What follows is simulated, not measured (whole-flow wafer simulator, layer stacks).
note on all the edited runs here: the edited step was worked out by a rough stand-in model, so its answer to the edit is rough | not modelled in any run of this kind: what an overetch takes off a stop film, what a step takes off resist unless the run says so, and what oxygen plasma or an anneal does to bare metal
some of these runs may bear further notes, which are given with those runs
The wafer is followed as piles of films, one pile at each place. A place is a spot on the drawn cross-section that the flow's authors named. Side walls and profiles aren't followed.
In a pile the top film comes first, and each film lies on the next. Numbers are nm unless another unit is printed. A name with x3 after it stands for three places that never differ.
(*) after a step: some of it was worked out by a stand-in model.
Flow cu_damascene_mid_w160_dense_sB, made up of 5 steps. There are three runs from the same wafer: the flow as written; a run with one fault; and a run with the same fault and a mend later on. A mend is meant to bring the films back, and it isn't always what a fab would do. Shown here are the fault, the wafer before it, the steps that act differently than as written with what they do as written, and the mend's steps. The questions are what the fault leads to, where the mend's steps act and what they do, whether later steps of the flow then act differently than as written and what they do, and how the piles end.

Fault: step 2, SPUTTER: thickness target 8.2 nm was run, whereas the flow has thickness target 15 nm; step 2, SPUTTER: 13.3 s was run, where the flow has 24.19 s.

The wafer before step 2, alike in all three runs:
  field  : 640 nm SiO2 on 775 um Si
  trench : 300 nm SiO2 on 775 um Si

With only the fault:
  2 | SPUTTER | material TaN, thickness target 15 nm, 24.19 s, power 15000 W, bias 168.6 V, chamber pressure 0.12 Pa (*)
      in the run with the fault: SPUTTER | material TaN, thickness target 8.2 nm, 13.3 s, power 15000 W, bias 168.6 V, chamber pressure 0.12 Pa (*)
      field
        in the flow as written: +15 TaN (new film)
        in the run with the fault: +8.2 TaN (new film)
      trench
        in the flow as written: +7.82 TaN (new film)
        in the run with the fault: +4.27 TaN (new film)
  Every later step of the flow that is run acts as written, at every place that is followed, to within 2% or 0.5 nm, whichever is larger.
  The piles end different from the flow's at field, trench by more than 2% or 0.5 nm, whichever is larger.
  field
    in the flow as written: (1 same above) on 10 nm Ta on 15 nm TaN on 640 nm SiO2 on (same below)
    in the run with the fault: (1 same above) on 10 nm Ta on 8.2 nm TaN on 640 nm SiO2 on (same below)
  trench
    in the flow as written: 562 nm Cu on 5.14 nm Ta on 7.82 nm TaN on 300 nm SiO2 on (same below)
    in the run with the fault: 558.7 nm Cu on 5.22 nm Ta on 4.27 nm TaN on 300 nm SiO2 on (same below)

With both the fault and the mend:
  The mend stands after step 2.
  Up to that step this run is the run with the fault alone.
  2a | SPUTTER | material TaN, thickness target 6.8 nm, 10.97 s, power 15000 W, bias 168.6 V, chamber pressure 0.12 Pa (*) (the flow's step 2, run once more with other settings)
      field
        +6.8 TaN
      trench
        +3.47 TaN
  Every later step of the flow that is run acts as written, at every place that is followed, to within 2% or 0.5 nm, whichever is larger.
  When the end is reached, the piles differ only a little from the flow's at the places that both follow, at most by 2% or 0.5 nm, whichever is larger.
